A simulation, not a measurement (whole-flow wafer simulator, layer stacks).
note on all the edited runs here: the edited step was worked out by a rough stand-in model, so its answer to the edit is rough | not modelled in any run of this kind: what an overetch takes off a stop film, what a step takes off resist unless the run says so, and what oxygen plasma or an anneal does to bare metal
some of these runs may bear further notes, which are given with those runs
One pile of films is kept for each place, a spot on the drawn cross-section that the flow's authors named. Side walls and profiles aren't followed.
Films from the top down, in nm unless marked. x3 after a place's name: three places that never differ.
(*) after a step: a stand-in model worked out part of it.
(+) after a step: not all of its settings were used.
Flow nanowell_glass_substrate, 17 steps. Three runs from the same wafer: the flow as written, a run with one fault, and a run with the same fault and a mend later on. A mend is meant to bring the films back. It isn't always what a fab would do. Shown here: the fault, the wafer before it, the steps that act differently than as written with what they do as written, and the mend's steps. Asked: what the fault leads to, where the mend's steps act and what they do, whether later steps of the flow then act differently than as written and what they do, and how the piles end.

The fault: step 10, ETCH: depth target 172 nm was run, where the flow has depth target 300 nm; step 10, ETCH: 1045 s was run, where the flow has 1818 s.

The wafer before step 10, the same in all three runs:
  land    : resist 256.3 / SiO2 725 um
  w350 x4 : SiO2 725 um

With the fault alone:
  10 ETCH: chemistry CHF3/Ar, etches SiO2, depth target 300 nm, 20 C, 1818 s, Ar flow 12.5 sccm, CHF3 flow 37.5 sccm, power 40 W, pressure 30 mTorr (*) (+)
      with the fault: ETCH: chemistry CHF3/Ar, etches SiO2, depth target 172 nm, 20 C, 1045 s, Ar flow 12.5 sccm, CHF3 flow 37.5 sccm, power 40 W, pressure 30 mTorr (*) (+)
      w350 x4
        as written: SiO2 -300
        with the fault: SiO2 -172
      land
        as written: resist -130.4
        with the fault: resist -74.8
  Later steps of the flow that act differently than as written:
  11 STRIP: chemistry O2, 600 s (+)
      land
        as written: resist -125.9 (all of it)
        with the fault: resist -181.6 (all of it)
  At the end the piles differ from the flow's only slightly at the places that both follow, by at most 2% or 0.5 nm, whichever is larger.

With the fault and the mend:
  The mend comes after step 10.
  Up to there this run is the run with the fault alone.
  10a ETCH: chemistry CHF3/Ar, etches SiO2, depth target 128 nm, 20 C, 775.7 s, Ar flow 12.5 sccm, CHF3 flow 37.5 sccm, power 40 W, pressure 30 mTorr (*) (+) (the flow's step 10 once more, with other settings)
      w350 x4
        SiO2 -128
      land
        resist -55.7
  No later step of the flow acts differently than as written at any place that is followed.
  At the end the piles are the same as the flow's at every place that both follow.
